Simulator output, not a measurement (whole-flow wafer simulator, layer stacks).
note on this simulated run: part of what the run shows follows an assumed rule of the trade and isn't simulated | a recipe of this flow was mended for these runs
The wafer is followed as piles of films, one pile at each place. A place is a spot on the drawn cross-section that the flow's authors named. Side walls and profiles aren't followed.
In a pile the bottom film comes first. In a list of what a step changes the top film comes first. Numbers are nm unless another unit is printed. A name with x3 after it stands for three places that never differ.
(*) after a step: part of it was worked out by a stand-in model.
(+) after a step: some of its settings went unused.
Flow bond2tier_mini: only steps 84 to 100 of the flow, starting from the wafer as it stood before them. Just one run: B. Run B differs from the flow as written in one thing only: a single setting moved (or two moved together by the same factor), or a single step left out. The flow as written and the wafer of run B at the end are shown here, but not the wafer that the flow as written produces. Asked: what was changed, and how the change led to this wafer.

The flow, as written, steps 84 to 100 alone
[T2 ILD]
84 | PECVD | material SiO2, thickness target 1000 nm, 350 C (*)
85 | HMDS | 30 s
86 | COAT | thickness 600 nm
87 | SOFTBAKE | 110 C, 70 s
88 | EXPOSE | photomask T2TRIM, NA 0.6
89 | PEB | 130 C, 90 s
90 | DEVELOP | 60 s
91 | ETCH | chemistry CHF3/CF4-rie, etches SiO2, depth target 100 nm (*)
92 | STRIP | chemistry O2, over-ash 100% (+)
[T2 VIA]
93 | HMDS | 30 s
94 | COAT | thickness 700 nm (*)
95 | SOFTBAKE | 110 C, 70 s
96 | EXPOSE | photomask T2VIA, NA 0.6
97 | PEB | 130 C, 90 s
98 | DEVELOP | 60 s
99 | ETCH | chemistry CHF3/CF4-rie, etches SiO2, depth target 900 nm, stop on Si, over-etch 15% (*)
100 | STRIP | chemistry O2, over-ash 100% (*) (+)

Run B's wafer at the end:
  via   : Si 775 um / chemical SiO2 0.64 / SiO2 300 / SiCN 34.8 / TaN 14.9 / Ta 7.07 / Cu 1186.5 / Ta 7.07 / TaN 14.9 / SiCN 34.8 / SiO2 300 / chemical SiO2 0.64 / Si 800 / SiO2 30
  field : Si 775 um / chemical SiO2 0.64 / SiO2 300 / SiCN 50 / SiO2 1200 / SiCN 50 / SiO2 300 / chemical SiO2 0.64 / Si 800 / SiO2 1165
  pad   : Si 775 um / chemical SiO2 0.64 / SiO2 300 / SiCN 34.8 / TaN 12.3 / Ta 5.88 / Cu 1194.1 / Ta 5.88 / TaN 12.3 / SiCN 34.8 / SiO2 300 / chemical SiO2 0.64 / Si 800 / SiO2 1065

Cause: step 84, PECVD: thickness target 1165 nm was run, while the flow as written has thickness target 1000 nm.
One can read it off the wafer: field has SiO2 1165, and step 84 as written asks for 1000 nm.

How this came from the change, step by step:
  84 | PECVD | material SiO2, thickness target 1000 nm, 350 C (*)
      field, pad, via: +1165 SiO2 (new film) (in the flow as written it would be: +1000 SiO2 (new film))
  99 | ETCH | chemistry CHF3/CF4-rie, etches SiO2, depth target 900 nm, stop on Si, over-etch 15% (*)
      via: -1035 SiO2 (in the flow as written it would be: -900 SiO2 (all of it), -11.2 Si)
